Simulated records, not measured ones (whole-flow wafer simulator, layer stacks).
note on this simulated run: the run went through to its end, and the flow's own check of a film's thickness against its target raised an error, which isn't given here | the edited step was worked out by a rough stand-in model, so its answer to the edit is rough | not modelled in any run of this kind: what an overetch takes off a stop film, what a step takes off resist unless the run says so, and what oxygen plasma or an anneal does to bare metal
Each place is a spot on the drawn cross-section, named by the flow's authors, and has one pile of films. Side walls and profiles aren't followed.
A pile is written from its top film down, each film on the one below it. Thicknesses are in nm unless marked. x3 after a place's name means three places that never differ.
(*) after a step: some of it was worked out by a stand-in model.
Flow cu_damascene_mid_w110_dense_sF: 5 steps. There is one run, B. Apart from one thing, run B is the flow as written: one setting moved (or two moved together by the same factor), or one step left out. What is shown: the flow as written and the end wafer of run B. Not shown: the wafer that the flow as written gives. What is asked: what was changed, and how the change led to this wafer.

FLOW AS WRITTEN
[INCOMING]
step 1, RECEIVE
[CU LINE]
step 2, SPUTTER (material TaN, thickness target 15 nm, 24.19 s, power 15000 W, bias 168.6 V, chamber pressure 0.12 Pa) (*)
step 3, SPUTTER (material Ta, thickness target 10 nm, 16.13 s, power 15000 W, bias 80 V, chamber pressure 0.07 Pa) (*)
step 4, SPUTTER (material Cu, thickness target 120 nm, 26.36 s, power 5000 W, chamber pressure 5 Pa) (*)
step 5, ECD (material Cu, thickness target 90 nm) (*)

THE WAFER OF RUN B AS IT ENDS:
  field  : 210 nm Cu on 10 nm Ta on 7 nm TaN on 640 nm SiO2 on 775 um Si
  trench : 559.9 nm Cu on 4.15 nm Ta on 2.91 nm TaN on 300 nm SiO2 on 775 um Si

Cause: step 2, SPUTTER: thickness target 7 nm was run, while the flow as written has thickness target 15 nm; step 2, SPUTTER: 11.37 s was run, where the flow has 24.19 s.
The wafer lets one read it off: field has TaN 7, and step 2 as written asks for 15 nm.

The path from the change to this, step by step:
  step 2, SPUTTER (material TaN, thickness target 15 nm, 24.19 s, power 15000 W, bias 168.6 V, chamber pressure 0.12 Pa) (*)
      field: TaN gains 7 (new film) (as written it would have been: TaN gains 15 (new film))
      trench: TaN gains 2.91 (new film) (as written it would have been: TaN gains 6.23 (new film))
  step 4, SPUTTER (material Cu, thickness target 120 nm, 26.36 s, power 5000 W, chamber pressure 5 Pa) (*)
      trench: Cu gains 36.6 (new film) (as written it would have been: Cu gains 35.7 (new film))
